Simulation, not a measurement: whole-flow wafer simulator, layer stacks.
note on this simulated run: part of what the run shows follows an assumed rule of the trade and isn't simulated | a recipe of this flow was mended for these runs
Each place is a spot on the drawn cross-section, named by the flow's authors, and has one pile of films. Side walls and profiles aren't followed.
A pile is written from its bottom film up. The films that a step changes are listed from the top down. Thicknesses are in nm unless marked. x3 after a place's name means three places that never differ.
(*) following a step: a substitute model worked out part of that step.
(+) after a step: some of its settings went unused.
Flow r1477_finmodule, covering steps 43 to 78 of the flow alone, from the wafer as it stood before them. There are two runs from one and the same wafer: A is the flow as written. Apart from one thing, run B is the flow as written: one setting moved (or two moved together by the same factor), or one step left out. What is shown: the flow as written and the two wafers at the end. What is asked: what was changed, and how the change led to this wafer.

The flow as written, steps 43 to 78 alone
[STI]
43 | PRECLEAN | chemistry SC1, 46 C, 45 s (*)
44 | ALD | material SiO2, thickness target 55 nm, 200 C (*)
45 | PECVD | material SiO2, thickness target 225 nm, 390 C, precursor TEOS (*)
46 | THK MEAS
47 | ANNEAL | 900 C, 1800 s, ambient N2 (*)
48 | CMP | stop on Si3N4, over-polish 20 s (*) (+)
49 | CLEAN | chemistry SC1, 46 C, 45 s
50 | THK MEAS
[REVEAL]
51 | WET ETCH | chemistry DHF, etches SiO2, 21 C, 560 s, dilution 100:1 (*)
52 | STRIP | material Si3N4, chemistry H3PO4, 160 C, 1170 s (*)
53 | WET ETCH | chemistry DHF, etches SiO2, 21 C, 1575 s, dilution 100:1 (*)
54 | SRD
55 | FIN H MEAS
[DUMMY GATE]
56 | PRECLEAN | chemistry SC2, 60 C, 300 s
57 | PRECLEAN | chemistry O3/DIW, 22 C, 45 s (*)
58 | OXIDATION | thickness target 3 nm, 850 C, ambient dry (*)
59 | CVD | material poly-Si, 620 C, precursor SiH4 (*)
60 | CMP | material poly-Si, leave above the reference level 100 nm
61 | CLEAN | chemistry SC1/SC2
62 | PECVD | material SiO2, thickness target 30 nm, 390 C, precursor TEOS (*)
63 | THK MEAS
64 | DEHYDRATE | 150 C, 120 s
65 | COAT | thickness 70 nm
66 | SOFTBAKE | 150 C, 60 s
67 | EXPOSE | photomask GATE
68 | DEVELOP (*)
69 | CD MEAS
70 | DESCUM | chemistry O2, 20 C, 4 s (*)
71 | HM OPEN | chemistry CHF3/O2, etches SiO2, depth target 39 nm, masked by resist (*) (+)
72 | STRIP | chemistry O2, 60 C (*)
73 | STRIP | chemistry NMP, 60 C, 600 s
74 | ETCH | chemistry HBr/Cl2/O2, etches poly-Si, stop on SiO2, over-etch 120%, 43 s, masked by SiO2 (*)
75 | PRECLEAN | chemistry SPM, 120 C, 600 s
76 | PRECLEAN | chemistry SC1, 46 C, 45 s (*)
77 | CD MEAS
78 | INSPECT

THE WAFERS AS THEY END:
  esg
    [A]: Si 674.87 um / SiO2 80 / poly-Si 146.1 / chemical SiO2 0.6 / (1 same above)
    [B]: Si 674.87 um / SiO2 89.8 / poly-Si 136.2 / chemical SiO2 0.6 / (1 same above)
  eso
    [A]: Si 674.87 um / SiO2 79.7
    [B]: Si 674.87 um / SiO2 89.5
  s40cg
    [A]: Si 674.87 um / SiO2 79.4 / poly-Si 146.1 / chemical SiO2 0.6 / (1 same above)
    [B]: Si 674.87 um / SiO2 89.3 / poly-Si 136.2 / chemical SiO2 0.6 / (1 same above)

The reason: step 53, WET ETCH: 1378 s was run, while the flow as written has 1575 s.

The path from the change to this, step by step:
  53 | WET ETCH | chemistry DHF, etches SiO2, 21 C, 1575 s, dilution 100:1 (*)
      esg, e40sg, e100sg and 17 more: A SiO2 loses 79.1 | B SiO2 loses 69.2
      pad, padg: A SiO2 loses 85.7 | B SiO2 loses 75
  59 | CVD | material poly-Si, 620 C, precursor SiH4 (*)
      esg, e40sg, e100sg and 15 more: A poly-Si gains 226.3 (new film) | B poly-Si gains 216.4 (new film)
      e200sg, e200so: A poly-Si gains 219.2 (new film) | B poly-Si gains 209.4 (new film)
  60 | CMP | material poly-Si, leave above the reference level 100 nm
      pad, padg: A poly-Si loses 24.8 | B poly-Si loses 35.5
  74 | ETCH | chemistry HBr/Cl2/O2, etches poly-Si, stop on SiO2, over-etch 120%, 43 s, masked by SiO2 (*)
      eso, e40so, e100so and 7 more: A chemical SiO2 loses 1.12 (all of it), poly-Si loses 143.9 (all of it), SiO2 loses 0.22 | B chemical SiO2 loses 1.12 (all of it), poly-Si loses 134 (all of it), SiO2 loses 0.27
      pad: A chemical SiO2 loses 1.12 (all of it), poly-Si loses 152.8 (all of it), SiO2 loses 0.17 | B chemical SiO2 loses 1.12 (all of it), poly-Si loses 142.1 (all of it), SiO2 loses 0.22
